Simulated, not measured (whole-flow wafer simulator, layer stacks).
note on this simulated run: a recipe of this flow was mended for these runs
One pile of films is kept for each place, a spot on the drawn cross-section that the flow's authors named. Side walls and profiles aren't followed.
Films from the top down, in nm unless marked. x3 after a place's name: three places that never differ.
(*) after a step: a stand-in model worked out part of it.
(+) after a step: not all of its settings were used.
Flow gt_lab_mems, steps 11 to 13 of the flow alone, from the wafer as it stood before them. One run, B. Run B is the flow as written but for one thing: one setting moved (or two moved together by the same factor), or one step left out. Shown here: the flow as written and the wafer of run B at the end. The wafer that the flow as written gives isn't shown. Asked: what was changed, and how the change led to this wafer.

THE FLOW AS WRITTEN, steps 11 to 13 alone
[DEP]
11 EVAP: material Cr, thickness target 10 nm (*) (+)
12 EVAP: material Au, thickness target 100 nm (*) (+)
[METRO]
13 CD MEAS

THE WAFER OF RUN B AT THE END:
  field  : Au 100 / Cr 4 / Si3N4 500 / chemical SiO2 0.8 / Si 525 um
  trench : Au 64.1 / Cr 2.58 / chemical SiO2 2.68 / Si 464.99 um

The cause: step 11, EVAP: thickness target 4 nm was run, where the flow has thickness target 10 nm.
It can be read off the wafer: field has Cr 4, and step 11 as written asks for 10 nm.

How the change led to this, step by step:
  11 EVAP: material Cr, thickness target 10 nm (*) (+)
      field: Cr +4 (new film) (as written it would be: Cr +10 (new film))
      trench: Cr +2.58 (new film) (as written it would be: Cr +6.45 (new film))
